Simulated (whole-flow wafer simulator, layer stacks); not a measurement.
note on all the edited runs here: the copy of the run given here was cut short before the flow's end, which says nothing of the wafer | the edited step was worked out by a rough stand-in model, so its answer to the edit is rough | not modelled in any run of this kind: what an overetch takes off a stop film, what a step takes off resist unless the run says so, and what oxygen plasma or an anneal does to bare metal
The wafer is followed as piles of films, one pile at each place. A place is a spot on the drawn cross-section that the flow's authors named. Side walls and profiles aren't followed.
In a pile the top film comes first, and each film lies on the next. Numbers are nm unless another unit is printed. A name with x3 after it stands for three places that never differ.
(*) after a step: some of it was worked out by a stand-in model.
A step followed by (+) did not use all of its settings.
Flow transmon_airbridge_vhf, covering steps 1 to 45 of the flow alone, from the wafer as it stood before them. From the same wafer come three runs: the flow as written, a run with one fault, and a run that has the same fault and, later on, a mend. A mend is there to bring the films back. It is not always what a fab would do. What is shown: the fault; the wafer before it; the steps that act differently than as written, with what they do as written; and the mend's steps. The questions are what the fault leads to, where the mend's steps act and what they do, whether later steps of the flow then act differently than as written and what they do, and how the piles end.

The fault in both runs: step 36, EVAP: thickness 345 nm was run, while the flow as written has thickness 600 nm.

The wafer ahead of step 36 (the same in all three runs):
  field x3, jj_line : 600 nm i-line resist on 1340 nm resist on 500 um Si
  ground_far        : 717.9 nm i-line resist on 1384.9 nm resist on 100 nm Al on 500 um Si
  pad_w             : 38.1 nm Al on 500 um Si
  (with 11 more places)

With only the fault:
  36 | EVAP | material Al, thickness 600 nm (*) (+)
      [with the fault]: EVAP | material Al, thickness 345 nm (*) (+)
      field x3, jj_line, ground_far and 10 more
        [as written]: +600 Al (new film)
        [with the fault]: +345 Al (new film)
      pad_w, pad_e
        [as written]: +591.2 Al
        [with the fault]: +340 Al
  Steps later in the flow that act otherwise than as written:
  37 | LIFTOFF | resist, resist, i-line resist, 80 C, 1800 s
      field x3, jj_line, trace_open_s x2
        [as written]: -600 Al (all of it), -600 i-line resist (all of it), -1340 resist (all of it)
        [with the fault]: -345 Al (all of it), -600 i-line resist (all of it), -1340 resist (all of it)
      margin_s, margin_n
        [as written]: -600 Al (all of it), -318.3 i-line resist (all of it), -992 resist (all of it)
        [with the fault]: -345 Al (all of it), -318.3 i-line resist (all of it), -992 resist (all of it)
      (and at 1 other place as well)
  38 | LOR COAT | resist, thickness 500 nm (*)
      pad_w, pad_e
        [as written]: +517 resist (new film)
        [with the fault]: +539.9 resist (new film)
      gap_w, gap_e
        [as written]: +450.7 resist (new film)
        [with the fault]: +461.1 resist (new film)
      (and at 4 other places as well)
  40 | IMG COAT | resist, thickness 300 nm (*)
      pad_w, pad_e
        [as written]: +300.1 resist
        [with the fault]: +312 resist
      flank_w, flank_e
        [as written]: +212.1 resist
        [with the fault]: +220.8 resist
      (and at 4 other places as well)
  The piles end different from the flow's at pad_w, flank_w, gap_w and 7 more by more than 2% or 0.5 nm, whichever is larger.
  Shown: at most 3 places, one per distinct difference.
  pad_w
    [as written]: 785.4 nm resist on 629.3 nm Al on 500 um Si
    [with the fault]: 820.1 nm resist on 378 nm Al on 500 um Si
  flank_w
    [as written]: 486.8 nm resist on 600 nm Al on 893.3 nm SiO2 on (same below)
    [with the fault]: 501.5 nm resist on 345 nm Al on 893.3 nm SiO2 on (same below)
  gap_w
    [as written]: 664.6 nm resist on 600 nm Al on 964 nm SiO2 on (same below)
    [with the fault]: 683.6 nm resist on 345 nm Al on 964 nm SiO2 on (same below)

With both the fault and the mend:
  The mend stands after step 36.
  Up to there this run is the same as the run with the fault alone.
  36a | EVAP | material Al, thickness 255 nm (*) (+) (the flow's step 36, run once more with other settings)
      field x3, jj_line, ground_far and 10 more
        +255 Al
      pad_w, pad_e
        +251.2 Al
  None of the later steps of the flow differs from how it acts as written, at any place that is followed, by more than 2% or 0.5 nm, whichever is larger.
  The piles end only slightly different from the flow's at the places that both follow, by no more than 2% or 0.5 nm, whichever is larger.
